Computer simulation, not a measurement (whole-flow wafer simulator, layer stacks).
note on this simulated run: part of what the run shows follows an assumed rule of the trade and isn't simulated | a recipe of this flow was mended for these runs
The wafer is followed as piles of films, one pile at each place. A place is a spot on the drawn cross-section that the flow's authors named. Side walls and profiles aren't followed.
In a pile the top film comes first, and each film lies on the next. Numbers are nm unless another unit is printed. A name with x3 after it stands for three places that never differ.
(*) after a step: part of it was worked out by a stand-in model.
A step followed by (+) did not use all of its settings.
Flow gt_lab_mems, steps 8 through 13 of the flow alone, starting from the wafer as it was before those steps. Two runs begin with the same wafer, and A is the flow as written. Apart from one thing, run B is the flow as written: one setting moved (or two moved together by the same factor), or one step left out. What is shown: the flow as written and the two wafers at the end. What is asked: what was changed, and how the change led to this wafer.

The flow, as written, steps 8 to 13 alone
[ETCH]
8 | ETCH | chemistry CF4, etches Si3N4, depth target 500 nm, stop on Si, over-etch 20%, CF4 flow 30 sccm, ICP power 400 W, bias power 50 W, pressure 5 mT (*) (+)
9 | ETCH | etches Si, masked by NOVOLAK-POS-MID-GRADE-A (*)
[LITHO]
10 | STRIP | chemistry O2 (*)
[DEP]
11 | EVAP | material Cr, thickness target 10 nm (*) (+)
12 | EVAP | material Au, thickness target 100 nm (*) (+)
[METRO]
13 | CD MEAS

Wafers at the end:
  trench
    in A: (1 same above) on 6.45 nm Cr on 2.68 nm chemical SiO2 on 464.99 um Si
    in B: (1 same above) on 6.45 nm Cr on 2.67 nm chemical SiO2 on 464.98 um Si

Cause: step 8, ETCH: over-etch 26% was run, whereas the flow has over-etch 20%.

The path from the change to this, step by step:
  8 | ETCH | chemistry CF4, etches Si3N4, depth target 500 nm, stop on Si, over-etch 20%, CF4 flow 30 sccm, ICP power 400 W, bias power 50 W, pressure 5 mT (*) (+)
      field: A g/i-line-resist loses 400 | B g/i-line-resist loses 420
      trench: A Si3N4 loses 500 (all of it), chemical SiO2 loses 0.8 (all of it), Si loses 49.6 | B Si3N4 loses 500 (all of it), chemical SiO2 loses 0.8 (all of it), Si loses 64.6
